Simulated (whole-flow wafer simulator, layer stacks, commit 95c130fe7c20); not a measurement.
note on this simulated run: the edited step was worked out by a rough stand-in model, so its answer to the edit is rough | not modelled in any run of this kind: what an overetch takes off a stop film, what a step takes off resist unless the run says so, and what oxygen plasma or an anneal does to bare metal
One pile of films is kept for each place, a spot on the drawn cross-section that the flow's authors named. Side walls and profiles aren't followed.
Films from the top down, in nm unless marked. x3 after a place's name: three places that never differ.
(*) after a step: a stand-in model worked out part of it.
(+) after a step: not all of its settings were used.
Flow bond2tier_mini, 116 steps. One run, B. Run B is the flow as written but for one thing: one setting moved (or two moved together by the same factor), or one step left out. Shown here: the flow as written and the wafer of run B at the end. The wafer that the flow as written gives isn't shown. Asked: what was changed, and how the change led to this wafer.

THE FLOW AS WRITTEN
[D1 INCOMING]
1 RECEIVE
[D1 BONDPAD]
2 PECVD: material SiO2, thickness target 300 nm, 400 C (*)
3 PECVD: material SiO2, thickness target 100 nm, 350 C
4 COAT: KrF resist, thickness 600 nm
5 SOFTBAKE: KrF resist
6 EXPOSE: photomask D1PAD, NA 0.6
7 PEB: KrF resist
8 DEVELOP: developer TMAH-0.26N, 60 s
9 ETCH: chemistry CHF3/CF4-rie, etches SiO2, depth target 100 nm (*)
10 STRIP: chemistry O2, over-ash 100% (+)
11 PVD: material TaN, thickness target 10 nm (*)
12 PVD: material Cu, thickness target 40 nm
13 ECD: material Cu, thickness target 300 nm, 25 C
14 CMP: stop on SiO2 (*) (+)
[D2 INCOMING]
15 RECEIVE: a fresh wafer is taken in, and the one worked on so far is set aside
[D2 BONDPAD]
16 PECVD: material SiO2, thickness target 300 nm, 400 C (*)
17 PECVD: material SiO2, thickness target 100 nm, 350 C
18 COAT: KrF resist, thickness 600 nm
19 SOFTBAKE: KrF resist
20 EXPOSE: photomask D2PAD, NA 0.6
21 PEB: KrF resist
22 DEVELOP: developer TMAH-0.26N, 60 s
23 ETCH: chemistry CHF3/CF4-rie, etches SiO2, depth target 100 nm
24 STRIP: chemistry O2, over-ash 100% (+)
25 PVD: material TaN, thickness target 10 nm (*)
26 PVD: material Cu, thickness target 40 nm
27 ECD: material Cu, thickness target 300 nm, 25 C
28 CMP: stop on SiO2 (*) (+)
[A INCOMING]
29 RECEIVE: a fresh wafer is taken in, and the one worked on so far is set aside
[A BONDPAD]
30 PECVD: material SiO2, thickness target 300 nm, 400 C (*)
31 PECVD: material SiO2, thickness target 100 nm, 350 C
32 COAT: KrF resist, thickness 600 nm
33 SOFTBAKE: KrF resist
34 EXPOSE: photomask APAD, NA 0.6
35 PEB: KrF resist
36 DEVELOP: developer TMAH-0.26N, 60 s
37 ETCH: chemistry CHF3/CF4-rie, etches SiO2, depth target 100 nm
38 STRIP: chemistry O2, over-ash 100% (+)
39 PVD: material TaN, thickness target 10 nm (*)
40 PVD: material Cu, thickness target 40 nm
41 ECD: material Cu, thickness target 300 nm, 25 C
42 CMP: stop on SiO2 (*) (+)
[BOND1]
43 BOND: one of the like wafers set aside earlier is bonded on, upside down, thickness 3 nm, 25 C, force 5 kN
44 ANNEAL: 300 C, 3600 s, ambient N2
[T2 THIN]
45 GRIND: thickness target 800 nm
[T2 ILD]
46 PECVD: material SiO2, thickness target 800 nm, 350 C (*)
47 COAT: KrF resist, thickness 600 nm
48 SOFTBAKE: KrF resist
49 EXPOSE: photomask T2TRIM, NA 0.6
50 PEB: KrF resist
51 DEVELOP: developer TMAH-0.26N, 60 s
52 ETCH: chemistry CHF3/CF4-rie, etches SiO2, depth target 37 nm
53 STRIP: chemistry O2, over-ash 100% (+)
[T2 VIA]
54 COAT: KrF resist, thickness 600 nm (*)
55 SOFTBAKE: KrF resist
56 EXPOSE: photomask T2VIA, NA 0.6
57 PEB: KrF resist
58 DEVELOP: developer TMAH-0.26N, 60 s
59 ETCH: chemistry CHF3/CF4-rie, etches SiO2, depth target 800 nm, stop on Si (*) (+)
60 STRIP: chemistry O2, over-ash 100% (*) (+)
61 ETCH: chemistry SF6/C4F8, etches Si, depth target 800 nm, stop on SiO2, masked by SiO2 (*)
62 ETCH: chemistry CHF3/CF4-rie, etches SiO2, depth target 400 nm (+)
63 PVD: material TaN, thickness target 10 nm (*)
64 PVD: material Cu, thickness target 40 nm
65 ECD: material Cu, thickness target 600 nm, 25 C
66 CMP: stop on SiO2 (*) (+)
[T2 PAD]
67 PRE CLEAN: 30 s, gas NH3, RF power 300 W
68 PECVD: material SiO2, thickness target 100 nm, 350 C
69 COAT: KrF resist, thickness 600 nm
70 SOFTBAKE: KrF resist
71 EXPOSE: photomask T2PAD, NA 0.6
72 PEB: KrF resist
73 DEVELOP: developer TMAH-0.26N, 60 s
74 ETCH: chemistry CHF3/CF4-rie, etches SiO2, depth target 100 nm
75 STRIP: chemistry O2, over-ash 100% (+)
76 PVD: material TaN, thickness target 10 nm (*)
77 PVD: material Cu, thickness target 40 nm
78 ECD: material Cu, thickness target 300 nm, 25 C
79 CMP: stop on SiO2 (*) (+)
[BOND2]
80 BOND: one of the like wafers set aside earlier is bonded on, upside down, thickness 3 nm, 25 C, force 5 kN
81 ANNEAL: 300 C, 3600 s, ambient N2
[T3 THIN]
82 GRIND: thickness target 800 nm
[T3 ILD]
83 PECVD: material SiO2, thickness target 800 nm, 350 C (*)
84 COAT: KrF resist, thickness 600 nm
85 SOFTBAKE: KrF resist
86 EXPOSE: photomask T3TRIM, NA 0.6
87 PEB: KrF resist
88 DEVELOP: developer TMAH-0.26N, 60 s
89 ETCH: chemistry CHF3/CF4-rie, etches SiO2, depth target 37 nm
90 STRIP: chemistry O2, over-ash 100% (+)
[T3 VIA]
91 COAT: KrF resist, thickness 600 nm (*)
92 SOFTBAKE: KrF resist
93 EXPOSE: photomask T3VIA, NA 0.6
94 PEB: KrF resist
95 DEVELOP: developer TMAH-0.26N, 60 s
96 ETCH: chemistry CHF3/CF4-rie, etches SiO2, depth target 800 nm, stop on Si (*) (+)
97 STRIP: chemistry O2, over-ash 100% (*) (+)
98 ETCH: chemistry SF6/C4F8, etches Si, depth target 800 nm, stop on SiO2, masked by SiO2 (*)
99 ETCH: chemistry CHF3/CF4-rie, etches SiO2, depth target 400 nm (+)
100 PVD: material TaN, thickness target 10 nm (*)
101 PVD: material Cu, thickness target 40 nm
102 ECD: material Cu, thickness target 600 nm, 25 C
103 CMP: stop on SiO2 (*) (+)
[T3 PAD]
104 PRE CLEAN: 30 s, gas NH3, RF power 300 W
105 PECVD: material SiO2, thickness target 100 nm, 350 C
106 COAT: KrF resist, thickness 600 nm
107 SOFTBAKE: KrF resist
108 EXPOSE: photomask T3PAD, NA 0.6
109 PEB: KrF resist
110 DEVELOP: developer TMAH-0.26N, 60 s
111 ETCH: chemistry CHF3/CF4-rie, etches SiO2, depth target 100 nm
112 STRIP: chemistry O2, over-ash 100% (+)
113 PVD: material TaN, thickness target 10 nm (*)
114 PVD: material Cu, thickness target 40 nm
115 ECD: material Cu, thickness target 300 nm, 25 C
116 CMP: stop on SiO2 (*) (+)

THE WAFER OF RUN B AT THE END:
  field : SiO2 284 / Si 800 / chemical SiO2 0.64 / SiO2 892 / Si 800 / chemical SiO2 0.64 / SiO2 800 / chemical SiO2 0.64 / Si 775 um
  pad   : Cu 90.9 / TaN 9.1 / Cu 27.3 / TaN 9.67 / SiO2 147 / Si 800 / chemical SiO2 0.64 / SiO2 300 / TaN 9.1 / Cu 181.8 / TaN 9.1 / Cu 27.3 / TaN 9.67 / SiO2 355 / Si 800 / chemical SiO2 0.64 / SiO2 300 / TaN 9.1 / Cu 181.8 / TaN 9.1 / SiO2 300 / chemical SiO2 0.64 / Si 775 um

The cause: step 83, PECVD: thickness target 592 nm was run, where the flow has thickness target 800 nm.

How the change led to this, step by step:
  83 PECVD: material SiO2, thickness target 800 nm, 350 C (*)
      field, pad: SiO2 +592 (new film) (as written it would be: SiO2 +800 (new film))
